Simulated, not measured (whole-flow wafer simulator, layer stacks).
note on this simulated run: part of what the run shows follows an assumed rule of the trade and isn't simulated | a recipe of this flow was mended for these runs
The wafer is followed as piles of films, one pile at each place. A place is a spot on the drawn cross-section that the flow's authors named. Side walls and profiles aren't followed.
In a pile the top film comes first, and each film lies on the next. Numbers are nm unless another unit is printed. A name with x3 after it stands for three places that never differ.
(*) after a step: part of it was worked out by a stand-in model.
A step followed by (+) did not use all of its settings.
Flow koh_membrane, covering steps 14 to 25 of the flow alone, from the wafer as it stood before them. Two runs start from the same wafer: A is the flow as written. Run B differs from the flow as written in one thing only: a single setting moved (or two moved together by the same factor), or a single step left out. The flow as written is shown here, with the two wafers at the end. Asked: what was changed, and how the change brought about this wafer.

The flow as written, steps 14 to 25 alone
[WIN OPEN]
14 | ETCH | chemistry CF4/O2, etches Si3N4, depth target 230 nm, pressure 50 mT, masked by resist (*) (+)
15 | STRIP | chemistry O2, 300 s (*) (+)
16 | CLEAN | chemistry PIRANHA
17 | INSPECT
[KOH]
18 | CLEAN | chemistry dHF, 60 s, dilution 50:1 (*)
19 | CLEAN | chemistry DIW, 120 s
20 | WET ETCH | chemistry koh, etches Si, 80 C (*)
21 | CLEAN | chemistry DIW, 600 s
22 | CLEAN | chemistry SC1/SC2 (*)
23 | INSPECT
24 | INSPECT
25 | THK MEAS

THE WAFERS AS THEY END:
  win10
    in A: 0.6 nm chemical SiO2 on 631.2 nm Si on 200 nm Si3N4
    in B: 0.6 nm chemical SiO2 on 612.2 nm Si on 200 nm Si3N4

The reason: step 14, ETCH: depth target 249 nm was run, though the flow has depth target 230 nm.

How this came from the change, step by step:
  14 | ETCH | chemistry CF4/O2, etches Si3N4, depth target 230 nm, pressure 50 mT, masked by resist (*) (+)
      win20 x4, win10: A -200 Si3N4 (all of it), -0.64 chemical SiO2 (all of it), -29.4 Si | B -200 Si3N4 (all of it), -0.64 chemical SiO2 (all of it), -48.4 Si
      field: A -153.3 i-line-resist | B -166 i-line-resist
